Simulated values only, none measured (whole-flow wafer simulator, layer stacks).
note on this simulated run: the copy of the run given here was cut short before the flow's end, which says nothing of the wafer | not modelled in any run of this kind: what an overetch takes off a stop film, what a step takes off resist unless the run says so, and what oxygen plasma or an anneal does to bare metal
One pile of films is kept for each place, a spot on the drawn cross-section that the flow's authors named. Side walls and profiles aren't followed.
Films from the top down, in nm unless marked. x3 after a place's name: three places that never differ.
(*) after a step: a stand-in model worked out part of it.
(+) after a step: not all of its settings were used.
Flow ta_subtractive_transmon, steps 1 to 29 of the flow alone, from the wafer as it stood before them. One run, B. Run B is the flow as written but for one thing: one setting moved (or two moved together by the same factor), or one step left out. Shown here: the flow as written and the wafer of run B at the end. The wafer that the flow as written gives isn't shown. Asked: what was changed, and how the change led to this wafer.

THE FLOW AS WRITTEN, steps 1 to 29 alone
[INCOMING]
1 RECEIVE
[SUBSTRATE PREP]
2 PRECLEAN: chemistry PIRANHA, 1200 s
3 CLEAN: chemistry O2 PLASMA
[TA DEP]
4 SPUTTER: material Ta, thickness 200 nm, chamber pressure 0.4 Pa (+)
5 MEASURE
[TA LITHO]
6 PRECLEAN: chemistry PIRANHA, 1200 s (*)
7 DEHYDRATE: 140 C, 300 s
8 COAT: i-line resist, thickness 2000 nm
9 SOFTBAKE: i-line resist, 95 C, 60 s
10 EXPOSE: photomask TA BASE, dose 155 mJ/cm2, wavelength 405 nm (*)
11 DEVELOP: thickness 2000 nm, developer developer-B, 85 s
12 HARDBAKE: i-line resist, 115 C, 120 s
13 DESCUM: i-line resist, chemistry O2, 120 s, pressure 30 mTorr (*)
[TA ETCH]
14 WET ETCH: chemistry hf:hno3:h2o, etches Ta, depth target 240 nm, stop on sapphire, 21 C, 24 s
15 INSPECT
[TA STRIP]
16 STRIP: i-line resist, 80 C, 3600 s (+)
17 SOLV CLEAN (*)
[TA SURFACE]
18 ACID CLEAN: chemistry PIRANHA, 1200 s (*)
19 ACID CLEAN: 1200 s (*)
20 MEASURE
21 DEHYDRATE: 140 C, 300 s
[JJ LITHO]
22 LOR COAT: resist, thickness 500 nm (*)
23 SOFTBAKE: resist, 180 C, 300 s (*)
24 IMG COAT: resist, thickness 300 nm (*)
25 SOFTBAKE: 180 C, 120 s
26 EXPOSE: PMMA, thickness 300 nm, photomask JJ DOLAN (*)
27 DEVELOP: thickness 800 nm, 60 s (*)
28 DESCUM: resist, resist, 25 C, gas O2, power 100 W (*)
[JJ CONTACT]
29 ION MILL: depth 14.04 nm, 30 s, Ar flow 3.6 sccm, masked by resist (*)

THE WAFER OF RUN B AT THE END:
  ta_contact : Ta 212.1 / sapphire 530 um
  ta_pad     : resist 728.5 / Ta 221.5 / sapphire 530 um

The cause: step 4, SPUTTER: thickness 221.8 nm was run, where the flow has thickness 200 nm.

How the change led to this, step by step:
  4 SPUTTER: material Ta, thickness 200 nm, chamber pressure 0.4 Pa (+)
      field x2, jj_line, lead, ta_contact, ta_pad: Ta +221.8 (new film) (as written it would be: Ta +200 (new film))
  14 WET ETCH: chemistry hf:hno3:h2o, etches Ta, depth target 240 nm, stop on sapphire, 21 C, 24 s
      field x2, jj_line, lead: Ta -221.8 (all of it) (as written it would be: Ta -200 (all of it))
